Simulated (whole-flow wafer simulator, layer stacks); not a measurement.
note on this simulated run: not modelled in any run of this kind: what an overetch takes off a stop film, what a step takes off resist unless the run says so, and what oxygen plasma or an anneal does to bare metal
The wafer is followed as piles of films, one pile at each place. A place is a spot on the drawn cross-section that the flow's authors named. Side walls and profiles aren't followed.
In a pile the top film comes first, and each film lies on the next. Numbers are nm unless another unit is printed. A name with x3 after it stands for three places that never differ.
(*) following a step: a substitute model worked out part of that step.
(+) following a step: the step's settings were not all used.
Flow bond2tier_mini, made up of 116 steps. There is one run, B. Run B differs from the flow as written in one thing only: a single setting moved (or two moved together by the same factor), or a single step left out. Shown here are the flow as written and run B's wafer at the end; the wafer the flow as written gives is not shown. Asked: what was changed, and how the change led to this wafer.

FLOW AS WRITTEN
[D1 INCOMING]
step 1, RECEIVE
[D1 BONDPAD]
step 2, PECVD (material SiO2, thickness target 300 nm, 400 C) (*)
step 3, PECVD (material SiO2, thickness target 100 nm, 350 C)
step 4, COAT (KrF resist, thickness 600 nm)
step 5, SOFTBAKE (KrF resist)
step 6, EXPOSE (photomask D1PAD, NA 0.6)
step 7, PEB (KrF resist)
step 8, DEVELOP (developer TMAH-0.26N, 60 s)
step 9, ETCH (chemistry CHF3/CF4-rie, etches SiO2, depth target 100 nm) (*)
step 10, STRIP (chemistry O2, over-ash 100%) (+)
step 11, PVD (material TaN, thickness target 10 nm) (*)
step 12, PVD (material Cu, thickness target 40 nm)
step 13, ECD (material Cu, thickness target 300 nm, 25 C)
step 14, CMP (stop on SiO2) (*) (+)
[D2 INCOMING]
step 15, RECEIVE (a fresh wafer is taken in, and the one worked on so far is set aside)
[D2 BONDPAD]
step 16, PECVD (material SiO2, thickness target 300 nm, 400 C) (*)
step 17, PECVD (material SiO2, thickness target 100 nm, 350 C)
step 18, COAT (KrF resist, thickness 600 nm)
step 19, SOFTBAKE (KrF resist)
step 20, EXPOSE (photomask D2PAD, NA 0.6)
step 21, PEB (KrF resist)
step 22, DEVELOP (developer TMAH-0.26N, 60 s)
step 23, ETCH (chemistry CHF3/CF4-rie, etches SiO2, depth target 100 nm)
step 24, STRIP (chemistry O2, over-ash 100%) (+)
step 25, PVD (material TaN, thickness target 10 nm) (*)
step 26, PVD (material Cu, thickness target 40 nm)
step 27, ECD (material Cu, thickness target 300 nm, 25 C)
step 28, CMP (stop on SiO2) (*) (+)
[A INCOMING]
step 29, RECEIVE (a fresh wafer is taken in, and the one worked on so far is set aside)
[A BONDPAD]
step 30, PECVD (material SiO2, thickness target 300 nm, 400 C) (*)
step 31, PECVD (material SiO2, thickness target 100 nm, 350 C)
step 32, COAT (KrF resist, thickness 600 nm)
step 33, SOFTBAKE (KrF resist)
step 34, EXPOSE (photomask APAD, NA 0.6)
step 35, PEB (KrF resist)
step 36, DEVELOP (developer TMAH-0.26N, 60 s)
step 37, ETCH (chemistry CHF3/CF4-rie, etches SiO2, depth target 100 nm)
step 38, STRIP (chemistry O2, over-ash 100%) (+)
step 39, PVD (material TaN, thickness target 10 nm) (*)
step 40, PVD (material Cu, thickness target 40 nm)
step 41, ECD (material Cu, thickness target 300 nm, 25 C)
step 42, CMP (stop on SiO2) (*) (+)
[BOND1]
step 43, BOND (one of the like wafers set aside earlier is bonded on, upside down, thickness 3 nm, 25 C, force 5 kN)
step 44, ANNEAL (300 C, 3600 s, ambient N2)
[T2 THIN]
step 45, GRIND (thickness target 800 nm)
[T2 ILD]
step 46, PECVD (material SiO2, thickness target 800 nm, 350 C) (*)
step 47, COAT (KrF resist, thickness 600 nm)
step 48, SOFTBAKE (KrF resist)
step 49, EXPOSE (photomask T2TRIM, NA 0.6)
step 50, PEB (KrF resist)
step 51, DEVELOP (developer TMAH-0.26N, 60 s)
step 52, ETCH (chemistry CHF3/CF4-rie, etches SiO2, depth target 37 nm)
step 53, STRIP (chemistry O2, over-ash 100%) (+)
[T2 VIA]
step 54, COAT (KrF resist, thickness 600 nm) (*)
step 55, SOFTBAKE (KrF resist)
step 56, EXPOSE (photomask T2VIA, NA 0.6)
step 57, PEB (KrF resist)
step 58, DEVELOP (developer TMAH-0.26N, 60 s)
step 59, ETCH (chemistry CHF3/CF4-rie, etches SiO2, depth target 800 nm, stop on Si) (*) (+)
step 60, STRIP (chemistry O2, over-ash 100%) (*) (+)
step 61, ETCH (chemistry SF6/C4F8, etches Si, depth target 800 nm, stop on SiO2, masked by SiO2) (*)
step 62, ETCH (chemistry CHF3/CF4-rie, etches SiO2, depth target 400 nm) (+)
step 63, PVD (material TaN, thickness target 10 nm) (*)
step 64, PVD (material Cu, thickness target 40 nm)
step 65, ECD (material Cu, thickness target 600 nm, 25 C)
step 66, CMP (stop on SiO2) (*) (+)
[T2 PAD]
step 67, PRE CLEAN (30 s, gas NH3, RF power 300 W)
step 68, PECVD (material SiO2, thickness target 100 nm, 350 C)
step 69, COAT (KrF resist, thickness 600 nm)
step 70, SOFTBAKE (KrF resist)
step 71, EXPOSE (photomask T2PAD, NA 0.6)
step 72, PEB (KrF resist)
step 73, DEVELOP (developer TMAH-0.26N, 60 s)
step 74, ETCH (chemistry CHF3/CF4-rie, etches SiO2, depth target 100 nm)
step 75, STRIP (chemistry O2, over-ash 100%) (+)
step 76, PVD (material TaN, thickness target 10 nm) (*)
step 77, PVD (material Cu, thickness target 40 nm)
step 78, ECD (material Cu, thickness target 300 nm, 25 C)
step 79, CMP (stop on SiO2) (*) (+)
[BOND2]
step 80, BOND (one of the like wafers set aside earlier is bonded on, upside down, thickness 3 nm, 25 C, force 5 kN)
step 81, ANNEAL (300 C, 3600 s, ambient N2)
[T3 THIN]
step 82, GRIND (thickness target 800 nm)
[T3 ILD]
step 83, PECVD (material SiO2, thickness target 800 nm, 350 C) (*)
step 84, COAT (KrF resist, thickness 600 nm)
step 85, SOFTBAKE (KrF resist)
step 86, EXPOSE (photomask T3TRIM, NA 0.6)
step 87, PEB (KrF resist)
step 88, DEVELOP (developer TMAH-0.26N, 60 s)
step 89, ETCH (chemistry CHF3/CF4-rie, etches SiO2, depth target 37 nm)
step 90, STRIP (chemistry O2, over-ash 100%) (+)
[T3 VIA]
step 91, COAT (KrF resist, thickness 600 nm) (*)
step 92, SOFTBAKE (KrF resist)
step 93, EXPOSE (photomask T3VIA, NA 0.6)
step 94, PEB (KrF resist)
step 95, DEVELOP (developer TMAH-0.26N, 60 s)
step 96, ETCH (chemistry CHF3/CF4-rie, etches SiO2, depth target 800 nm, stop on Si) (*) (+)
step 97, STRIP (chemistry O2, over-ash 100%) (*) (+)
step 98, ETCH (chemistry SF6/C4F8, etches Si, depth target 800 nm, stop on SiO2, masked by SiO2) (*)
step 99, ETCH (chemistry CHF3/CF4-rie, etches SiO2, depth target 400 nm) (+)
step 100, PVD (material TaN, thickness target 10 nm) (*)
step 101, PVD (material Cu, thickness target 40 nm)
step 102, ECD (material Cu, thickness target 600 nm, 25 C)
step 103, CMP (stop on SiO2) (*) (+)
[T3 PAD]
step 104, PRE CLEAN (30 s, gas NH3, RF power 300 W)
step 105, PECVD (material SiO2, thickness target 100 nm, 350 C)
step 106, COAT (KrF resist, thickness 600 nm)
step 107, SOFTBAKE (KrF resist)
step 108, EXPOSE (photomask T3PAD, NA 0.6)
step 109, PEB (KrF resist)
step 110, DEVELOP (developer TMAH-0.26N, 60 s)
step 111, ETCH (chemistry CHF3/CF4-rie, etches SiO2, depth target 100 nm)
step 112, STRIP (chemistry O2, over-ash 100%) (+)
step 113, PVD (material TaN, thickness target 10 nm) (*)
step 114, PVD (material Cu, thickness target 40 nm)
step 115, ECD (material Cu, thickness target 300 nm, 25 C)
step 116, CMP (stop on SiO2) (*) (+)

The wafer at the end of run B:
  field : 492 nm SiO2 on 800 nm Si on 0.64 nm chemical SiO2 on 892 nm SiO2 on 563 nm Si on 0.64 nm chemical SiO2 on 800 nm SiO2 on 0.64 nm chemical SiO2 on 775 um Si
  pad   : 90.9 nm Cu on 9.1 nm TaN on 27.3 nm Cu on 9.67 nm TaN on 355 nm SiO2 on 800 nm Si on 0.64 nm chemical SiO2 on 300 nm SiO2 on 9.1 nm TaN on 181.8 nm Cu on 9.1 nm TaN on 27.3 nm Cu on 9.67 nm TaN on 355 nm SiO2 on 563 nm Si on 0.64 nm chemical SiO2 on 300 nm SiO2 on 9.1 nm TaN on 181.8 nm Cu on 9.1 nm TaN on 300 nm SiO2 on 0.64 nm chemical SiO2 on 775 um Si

Cause: step 45, GRIND: thickness target 563 nm was run, whereas the flow has thickness target 800 nm.
One can read it off the wafer: field has Si 563, and step 45 as written asks for 800 nm.

Step by step, how the change led to this:
  step 45, GRIND (thickness target 800 nm)
      field, pad, via: Si loses 774.44 um (in the flow as written it would be: Si loses 774.2 um)
